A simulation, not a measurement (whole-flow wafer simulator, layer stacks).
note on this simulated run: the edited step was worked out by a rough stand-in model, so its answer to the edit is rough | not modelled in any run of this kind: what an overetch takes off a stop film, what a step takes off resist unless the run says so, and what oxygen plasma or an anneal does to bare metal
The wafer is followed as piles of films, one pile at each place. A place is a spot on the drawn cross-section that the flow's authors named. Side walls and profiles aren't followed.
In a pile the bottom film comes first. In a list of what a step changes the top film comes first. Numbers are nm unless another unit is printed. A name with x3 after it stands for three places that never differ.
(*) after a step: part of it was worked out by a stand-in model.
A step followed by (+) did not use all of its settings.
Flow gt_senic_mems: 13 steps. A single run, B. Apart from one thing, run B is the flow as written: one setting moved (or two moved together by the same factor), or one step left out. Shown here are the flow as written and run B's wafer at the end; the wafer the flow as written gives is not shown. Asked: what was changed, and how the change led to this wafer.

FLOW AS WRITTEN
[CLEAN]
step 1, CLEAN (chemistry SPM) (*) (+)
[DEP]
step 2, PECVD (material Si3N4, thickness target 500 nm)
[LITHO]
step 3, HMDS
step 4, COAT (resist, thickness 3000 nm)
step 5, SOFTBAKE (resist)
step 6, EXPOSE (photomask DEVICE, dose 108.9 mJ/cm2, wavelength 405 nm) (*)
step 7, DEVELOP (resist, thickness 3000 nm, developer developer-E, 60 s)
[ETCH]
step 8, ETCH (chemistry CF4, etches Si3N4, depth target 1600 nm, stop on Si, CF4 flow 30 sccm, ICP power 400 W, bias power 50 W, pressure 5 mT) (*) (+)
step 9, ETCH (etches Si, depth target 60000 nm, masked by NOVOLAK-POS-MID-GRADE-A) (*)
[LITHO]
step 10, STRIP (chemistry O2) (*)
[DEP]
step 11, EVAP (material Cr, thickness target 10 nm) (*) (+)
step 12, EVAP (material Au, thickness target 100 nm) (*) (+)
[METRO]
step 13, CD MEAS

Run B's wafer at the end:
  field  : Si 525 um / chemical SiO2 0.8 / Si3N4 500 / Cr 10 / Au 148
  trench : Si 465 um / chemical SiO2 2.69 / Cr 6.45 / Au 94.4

The reason: step 12, EVAP: thickness target 148 nm was run, while the flow as written has thickness target 100 nm.
One can read it off the wafer: field has Au 148, and step 12 as written asks for 100 nm.

Step by step, how the change led to this:
  step 12, EVAP (material Au, thickness target 100 nm) (*) (+)
      field: +148 Au (new film) (in the flow as written it would be: +100 Au (new film))
      trench: +94.4 Au (new film) (in the flow as written it would be: +64.1 Au (new film))
